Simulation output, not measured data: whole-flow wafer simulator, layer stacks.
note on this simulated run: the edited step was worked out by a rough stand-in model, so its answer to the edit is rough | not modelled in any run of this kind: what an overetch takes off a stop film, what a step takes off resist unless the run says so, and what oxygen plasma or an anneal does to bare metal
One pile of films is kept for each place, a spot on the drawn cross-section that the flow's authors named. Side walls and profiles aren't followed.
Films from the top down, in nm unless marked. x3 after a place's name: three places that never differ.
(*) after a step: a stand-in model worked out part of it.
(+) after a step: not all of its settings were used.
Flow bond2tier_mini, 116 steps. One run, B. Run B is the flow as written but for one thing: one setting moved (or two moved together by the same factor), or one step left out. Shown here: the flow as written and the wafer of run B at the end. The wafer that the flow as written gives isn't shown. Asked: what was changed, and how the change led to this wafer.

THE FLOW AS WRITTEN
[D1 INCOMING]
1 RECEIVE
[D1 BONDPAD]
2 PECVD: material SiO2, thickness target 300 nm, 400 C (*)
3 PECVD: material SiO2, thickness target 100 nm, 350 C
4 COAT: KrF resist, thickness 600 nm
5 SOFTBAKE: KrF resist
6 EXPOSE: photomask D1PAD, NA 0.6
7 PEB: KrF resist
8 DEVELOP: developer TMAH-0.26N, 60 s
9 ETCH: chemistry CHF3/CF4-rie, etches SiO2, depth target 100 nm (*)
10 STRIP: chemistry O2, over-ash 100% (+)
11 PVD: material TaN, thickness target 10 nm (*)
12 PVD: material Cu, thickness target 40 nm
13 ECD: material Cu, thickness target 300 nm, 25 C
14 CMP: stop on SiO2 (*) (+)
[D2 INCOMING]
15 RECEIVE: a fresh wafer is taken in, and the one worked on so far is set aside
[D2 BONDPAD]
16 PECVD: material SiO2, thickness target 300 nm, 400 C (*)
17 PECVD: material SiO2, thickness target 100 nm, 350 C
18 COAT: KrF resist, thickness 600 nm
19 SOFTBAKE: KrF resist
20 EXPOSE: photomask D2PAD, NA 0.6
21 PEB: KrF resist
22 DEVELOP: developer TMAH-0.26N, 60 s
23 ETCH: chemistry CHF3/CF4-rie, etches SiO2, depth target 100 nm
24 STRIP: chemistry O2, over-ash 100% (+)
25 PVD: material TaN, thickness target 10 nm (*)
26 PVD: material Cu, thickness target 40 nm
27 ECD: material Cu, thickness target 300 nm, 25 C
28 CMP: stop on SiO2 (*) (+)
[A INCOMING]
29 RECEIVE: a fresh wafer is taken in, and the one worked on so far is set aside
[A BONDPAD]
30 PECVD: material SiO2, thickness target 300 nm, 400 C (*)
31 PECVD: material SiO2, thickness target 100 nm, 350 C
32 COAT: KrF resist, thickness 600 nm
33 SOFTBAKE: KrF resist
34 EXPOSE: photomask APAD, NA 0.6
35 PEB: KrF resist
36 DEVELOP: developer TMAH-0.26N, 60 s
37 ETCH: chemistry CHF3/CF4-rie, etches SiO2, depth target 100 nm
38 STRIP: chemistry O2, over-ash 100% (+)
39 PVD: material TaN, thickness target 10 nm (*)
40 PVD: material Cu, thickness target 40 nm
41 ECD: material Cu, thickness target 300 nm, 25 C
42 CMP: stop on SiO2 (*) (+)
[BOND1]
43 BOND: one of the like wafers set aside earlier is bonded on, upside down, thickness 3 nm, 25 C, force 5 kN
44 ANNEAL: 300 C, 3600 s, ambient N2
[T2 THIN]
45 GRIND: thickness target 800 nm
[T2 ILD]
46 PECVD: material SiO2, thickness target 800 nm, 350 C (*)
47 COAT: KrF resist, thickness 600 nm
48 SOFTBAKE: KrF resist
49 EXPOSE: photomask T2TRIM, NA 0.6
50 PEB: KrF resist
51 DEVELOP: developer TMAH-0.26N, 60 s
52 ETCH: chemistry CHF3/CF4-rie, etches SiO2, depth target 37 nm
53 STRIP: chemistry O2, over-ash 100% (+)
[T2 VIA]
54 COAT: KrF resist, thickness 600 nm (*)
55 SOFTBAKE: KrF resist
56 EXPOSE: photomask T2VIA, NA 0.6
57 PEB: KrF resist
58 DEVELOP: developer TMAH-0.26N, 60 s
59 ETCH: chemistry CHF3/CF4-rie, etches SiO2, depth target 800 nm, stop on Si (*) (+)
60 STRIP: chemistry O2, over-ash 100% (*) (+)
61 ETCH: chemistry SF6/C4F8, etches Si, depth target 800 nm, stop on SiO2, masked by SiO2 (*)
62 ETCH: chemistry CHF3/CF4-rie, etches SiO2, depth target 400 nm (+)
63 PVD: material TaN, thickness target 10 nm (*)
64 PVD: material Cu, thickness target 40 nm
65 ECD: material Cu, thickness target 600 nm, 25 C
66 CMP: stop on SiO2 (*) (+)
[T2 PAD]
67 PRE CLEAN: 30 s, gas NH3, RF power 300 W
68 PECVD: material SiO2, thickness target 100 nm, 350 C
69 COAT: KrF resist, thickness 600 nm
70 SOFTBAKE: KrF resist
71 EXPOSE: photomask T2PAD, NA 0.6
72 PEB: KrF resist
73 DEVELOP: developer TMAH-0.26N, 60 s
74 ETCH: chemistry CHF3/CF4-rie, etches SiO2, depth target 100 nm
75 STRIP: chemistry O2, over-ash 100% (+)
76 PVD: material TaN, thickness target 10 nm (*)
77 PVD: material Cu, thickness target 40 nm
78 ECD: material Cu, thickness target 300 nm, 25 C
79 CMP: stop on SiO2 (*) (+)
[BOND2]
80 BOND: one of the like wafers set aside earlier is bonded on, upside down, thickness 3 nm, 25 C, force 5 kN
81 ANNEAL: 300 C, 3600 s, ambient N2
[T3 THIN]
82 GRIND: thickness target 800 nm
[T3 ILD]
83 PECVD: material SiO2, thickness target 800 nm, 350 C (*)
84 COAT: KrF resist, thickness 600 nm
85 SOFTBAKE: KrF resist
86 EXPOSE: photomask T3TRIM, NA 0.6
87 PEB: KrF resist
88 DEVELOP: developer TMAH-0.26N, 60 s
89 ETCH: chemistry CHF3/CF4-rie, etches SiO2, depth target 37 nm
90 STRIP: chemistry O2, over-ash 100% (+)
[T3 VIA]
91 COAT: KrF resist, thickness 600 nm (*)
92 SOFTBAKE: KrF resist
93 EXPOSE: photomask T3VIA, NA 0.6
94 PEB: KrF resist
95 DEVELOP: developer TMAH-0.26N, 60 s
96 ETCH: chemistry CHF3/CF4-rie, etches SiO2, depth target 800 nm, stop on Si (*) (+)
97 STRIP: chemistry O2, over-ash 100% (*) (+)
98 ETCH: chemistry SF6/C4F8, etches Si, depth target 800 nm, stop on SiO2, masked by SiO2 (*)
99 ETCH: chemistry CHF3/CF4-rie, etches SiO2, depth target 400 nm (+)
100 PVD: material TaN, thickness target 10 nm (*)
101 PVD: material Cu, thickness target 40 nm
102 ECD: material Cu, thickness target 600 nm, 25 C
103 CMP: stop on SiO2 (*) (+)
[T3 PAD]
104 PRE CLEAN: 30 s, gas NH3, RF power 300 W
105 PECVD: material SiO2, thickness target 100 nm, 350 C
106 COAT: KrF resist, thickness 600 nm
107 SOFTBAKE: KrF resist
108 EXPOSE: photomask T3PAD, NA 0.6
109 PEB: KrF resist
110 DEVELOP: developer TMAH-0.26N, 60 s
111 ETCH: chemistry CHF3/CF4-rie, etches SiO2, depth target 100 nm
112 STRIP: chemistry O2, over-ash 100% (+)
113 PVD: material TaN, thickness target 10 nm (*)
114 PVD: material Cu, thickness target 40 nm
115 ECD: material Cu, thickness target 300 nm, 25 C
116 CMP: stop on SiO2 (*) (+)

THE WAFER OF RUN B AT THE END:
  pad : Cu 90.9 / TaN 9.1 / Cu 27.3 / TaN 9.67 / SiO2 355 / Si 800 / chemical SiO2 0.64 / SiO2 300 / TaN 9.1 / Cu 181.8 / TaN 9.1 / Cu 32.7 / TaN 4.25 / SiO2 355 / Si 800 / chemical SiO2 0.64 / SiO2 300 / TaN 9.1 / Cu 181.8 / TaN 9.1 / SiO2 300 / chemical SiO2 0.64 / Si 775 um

The cause: step 63, PVD: thickness target 4.4 nm was run, where the flow has thickness target 10 nm.

How the change led to this, step by step:
  63 PVD: material TaN, thickness target 10 nm (*)
      field: TaN +4.4 (new film) (as written it would be: TaN +10 (new film))
      pad: TaN +4.25 (new film) (as written it would be: TaN +9.67 (new film))
  66 CMP: stop on SiO2 (*) (+)
      field: Cu -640 (all of it), TaN -4.4 (all of it) (as written it would be: Cu -640 (all of it), TaN -10 (all of it))
